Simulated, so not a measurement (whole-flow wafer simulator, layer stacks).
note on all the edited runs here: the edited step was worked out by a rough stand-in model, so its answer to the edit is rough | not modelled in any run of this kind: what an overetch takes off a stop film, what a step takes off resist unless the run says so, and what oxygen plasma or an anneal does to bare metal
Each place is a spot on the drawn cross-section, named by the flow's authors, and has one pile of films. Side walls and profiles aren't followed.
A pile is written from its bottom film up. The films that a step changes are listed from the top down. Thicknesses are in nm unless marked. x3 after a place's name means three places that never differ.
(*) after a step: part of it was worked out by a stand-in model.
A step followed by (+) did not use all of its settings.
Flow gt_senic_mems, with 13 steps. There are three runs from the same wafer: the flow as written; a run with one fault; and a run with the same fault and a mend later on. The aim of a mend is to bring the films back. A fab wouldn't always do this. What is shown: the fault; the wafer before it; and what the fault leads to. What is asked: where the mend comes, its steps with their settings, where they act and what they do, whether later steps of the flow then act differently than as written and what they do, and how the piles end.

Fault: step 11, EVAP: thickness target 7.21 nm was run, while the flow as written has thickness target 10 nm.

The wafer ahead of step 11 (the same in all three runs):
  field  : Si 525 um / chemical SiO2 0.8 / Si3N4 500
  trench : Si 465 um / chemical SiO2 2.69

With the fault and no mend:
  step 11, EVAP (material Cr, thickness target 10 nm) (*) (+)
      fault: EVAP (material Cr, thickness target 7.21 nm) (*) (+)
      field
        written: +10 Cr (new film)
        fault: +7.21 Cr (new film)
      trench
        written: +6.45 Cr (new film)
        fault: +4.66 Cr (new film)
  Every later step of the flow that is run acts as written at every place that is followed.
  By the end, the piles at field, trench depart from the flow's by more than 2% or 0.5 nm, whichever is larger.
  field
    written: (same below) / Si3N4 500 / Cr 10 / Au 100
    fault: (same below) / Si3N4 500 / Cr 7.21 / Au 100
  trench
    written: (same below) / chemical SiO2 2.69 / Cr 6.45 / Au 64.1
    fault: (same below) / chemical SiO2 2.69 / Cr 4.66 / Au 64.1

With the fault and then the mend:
  The mend follows step 11.
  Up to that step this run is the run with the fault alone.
  step 11a, EVAP (material Cr, thickness target 2.79 nm) (*) (+) (the flow's step 11, run once more with other settings)
      field
        +2.79 Cr
      trench
        +1.8 Cr
  Every later step of the flow that is run acts as written at every place that is followed.
  At the end the piles are close to the flow's at the places that both follow, differing by at most 2% or 0.5 nm, whichever is larger.
